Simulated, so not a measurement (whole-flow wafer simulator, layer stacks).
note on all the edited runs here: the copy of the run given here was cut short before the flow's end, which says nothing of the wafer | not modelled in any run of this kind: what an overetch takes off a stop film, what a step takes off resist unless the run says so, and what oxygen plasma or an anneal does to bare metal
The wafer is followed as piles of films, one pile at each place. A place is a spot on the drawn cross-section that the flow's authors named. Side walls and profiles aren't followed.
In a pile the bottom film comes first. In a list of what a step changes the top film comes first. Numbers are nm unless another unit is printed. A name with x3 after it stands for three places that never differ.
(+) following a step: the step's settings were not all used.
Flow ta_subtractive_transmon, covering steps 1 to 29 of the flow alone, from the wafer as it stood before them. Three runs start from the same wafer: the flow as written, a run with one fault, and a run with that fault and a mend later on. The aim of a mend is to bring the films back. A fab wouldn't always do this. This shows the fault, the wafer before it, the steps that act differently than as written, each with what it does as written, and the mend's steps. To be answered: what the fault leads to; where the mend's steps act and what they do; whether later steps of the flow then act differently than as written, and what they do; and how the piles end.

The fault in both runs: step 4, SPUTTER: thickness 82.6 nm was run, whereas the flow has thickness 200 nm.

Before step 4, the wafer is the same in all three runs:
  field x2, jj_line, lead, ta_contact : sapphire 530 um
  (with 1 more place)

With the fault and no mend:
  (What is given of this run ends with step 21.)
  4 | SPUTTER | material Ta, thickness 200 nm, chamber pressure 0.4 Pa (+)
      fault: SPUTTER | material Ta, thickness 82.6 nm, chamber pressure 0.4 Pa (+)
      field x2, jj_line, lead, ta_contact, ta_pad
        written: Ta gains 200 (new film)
        fault: Ta gains 82.6 (new film)
  Steps further on in the flow that do not act as written:
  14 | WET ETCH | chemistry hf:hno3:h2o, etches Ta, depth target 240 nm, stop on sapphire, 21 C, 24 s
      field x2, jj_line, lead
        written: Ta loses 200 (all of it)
        fault: Ta loses 82.6 (all of it)
  Once step 21 is done, the piles at ta_contact, ta_pad depart from the flow's by more than 2% or 0.5 nm, whichever is larger.
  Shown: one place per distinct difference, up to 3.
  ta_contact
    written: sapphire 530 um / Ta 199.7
    fault: sapphire 530 um / Ta 82.3

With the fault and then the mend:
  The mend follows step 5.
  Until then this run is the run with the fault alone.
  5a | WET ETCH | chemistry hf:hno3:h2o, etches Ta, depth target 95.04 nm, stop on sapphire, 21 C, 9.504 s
      field x2, jj_line, lead, ta_contact, ta_pad
        Ta loses 82.6 (all of it)
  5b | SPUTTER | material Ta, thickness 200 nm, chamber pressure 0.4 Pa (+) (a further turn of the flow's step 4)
      field x2, jj_line, lead, ta_contact, ta_pad
        Ta gains 200 (new film)
  Later steps of the flow that are run all act as written at every place that is followed.
  At every place that both follow, the piles at the end match the flow's.
